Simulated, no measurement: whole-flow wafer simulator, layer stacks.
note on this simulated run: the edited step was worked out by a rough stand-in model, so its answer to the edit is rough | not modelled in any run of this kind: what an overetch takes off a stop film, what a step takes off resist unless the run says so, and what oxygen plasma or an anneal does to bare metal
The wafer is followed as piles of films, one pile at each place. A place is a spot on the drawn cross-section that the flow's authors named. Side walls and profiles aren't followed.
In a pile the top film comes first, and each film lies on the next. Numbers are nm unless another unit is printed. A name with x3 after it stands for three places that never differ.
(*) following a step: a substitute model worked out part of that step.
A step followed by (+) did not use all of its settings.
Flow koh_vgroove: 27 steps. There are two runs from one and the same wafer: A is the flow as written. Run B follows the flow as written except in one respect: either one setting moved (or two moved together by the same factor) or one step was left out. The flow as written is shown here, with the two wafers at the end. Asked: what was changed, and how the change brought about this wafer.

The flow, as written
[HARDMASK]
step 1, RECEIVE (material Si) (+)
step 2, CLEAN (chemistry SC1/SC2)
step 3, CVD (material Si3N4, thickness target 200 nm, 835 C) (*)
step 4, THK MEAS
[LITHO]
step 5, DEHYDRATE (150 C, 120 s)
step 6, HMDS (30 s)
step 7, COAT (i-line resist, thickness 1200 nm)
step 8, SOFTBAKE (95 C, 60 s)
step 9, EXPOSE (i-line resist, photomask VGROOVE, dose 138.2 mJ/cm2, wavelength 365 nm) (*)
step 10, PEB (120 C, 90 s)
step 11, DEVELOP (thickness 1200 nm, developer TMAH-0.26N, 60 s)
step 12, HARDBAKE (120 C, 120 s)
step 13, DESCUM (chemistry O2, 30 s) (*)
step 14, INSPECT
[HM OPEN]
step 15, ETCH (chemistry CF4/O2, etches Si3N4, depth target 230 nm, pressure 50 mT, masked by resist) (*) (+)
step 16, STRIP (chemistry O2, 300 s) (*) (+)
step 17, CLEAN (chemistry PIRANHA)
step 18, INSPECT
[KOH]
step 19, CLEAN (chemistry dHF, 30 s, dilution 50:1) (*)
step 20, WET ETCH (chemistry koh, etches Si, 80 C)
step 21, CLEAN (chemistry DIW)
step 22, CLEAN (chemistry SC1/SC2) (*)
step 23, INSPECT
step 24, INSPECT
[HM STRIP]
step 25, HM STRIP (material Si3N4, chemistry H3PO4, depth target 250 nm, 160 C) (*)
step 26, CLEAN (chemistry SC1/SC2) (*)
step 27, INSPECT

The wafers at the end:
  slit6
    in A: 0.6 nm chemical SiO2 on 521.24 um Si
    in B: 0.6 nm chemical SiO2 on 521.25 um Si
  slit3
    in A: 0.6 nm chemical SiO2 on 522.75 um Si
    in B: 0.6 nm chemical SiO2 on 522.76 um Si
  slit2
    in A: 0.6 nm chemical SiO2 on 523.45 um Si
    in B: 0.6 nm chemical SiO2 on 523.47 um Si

Cause: step 15, ETCH: depth target 218 nm was run, whereas the flow has depth target 230 nm.

How this came from the change, step by step:
  step 15, ETCH (chemistry CF4/O2, etches Si3N4, depth target 230 nm, pressure 50 mT, masked by resist) (*) (+)
      slit3, slit2, slit6, slit20: A -200 Si3N4 (all of it), -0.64 chemical SiO2 (all of it), -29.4 Si | B -200 Si3N4 (all of it), -0.64 chemical SiO2 (all of it), -17.4 Si
      field: A -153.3 i-line resist | B -145.3 i-line resist
